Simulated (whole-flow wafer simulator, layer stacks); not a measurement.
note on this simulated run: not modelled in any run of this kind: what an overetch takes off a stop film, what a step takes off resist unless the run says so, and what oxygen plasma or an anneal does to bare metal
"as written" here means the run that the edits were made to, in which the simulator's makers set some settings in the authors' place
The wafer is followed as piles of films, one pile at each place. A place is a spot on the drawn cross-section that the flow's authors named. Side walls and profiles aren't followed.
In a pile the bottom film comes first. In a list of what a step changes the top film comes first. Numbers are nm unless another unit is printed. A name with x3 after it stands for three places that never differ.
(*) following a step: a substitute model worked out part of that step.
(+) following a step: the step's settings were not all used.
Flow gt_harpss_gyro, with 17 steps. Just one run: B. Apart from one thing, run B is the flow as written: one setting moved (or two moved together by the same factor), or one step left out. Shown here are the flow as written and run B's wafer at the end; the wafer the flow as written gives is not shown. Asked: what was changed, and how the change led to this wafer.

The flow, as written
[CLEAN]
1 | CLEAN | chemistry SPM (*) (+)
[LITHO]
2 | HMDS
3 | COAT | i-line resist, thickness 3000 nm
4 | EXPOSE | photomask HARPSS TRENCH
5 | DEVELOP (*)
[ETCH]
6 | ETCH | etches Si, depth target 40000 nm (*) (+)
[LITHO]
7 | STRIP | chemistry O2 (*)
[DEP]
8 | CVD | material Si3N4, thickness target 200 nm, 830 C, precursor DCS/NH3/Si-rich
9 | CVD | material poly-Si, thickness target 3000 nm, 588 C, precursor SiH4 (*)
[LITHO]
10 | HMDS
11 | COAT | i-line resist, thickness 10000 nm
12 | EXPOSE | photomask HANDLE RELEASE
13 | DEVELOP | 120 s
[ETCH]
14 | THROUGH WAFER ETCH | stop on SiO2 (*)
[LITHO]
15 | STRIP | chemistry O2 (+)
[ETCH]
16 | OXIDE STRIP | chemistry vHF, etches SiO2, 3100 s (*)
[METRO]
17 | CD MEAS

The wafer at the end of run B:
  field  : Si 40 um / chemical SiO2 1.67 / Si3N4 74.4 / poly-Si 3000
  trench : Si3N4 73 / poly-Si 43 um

The reason: step 8, CVD: thickness target 74.4 nm was run, though the flow has thickness target 200 nm.
The wafer lets one read it off: field has Si3N4 74.4, and step 8 as written asks for 200 nm.

The path from the change to this, step by step:
  8 | CVD | material Si3N4, thickness target 200 nm, 830 C, precursor DCS/NH3/Si-rich
      field: Si3N4 gains 74.4 (new film) (it would be, as written: Si3N4 gains 200 (new film))
      trench: Si3N4 gains 73 (new film) (it would be, as written: Si3N4 gains 195.9 (new film))
  9 | CVD | material poly-Si, thickness target 3000 nm, 588 C, precursor SiH4 (*)
      trench: poly-Si gains 43 um (new film) (it would be, as written: poly-Si gains 43.01 um (new film))
